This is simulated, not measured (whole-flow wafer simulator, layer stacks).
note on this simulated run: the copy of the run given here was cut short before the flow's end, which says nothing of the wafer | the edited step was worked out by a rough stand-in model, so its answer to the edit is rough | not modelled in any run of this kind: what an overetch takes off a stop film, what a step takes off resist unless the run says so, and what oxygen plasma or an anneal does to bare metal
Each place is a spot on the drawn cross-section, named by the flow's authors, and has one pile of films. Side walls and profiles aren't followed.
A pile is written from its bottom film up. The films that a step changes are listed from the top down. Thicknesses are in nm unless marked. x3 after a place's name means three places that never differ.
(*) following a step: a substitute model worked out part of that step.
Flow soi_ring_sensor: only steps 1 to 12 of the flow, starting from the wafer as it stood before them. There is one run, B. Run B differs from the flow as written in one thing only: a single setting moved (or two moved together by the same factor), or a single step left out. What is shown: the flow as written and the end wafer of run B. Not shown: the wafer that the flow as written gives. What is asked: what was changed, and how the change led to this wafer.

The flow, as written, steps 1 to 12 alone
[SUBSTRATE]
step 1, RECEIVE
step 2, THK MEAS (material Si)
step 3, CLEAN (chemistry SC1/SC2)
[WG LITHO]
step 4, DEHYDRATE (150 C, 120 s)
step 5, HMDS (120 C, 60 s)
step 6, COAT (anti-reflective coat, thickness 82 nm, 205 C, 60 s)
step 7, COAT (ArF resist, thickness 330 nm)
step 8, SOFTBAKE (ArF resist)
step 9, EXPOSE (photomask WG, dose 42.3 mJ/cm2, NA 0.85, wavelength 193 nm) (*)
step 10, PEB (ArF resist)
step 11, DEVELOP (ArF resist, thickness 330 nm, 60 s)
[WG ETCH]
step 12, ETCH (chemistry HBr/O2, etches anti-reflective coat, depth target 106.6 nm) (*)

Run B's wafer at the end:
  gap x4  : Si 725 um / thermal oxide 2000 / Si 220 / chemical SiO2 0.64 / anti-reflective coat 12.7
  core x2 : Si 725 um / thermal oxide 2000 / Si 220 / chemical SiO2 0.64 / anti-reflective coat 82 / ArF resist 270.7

Cause: step 12, ETCH: depth target 69.3 nm was run, though the flow has depth target 106.6 nm.

How this came from the change, step by step:
  step 12, ETCH (chemistry HBr/O2, etches anti-reflective coat, depth target 106.6 nm) (*)
      gap x4: anti-reflective coat loses 69.3 (it would be, as written: anti-reflective coat loses 82 (all of it), chemical SiO2 loses 0.64 (all of it))
      core x2: ArF resist loses 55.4 (it would be, as written: ArF resist loses 85.3)
